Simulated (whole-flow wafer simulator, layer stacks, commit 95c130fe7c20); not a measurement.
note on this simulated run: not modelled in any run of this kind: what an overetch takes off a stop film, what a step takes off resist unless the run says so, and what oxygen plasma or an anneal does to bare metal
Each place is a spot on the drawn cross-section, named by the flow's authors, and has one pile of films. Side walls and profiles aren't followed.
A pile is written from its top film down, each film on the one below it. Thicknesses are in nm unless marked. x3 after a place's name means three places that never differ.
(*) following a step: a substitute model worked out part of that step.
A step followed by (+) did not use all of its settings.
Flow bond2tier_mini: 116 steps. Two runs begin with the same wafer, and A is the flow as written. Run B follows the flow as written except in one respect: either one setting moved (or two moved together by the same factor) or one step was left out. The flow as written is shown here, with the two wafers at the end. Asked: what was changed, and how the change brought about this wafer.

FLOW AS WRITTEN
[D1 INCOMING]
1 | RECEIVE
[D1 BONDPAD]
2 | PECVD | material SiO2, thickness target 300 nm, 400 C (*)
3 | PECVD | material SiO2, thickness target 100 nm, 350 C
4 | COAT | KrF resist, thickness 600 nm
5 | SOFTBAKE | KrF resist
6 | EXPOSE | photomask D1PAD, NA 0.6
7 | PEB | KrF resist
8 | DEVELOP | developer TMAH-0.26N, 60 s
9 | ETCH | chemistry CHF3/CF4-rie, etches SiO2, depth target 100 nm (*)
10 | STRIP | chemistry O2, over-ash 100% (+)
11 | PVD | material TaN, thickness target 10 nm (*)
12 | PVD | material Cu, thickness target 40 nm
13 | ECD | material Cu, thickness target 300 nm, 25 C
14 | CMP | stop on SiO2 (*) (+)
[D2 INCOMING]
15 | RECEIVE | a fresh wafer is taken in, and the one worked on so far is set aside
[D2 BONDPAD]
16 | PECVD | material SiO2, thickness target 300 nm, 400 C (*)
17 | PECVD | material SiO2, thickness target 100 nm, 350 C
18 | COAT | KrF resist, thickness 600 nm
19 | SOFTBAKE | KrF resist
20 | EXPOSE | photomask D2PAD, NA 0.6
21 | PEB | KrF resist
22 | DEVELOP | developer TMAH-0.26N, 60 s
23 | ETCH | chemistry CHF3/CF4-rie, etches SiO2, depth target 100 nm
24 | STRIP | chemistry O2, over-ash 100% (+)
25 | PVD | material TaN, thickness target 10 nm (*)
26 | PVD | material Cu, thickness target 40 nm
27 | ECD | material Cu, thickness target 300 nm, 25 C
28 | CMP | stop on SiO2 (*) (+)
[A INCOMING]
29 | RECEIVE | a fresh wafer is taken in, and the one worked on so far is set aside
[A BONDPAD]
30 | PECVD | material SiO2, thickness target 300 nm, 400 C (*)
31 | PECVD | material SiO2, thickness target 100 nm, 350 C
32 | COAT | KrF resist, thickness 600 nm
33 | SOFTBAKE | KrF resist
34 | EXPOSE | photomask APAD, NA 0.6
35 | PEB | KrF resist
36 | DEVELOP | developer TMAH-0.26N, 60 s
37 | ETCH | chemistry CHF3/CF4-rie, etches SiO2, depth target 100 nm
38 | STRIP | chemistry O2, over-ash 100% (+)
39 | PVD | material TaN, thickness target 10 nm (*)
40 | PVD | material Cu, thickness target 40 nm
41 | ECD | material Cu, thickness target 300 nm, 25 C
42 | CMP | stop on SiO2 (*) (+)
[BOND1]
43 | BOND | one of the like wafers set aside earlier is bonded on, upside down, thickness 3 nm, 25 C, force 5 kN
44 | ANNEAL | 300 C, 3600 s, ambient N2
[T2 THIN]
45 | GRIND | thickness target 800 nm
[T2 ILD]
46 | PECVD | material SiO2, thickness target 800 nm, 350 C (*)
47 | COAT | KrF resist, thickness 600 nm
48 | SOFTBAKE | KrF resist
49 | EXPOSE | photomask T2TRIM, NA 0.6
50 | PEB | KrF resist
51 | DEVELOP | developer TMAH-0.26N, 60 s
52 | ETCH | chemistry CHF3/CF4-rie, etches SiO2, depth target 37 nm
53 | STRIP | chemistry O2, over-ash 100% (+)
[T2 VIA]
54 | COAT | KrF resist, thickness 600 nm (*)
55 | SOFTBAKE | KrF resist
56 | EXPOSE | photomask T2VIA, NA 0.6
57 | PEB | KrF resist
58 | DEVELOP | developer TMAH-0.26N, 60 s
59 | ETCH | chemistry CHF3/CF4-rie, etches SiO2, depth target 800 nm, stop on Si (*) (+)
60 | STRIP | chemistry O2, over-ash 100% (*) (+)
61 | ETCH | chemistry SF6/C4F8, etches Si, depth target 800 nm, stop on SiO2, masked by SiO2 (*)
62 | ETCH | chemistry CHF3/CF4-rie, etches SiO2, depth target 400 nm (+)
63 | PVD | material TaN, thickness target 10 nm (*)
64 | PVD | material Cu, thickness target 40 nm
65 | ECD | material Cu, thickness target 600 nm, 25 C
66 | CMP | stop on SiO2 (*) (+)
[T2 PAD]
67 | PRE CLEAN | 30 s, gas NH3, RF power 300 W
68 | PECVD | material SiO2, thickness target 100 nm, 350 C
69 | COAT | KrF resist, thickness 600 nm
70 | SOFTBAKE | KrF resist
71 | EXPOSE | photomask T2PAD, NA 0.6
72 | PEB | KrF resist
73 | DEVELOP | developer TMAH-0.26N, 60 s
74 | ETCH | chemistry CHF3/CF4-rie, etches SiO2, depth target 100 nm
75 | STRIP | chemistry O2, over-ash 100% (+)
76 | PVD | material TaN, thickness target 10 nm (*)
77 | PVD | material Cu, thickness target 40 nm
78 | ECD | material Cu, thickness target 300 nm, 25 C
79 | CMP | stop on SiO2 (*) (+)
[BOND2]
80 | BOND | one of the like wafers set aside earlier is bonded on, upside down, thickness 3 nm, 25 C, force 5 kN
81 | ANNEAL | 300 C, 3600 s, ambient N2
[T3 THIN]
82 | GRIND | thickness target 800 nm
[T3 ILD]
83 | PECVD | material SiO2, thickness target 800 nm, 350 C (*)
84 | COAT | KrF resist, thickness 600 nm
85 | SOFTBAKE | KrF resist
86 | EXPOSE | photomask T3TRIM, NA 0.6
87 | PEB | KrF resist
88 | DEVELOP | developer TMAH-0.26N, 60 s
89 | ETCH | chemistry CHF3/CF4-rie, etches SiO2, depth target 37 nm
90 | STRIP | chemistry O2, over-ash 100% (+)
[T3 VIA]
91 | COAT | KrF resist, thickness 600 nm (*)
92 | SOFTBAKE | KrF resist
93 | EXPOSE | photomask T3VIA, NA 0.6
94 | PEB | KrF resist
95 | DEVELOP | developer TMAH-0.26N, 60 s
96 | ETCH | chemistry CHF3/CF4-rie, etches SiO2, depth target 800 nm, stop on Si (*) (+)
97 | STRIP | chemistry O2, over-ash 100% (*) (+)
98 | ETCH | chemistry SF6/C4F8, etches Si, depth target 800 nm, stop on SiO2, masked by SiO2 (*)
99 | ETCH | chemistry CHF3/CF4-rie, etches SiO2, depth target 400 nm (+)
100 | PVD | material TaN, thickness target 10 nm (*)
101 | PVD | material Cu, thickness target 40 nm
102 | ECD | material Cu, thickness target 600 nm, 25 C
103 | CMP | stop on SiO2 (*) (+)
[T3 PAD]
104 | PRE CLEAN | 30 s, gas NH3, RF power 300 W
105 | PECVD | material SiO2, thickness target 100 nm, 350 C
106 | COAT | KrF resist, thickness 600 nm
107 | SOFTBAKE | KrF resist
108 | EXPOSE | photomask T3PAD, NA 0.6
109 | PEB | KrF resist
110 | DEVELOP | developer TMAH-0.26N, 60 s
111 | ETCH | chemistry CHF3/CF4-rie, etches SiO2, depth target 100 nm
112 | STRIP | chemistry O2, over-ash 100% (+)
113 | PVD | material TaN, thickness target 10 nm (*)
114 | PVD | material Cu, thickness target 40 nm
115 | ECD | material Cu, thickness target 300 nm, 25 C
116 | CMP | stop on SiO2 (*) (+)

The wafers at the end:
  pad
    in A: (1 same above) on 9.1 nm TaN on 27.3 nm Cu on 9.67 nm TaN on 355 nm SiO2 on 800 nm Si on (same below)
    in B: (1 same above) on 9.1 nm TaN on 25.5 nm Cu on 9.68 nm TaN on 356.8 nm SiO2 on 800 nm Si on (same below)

What caused this: step 89, ETCH: depth target 35.2 nm was run, while the flow as written has depth target 37 nm.

Step by step, how the change led to this:
  89 | ETCH | chemistry CHF3/CF4-rie, etches SiO2, depth target 37 nm
      field: A -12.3 KrF resist | B -11.7 KrF resist
      pad: A -37 SiO2 | B -35.2 SiO2
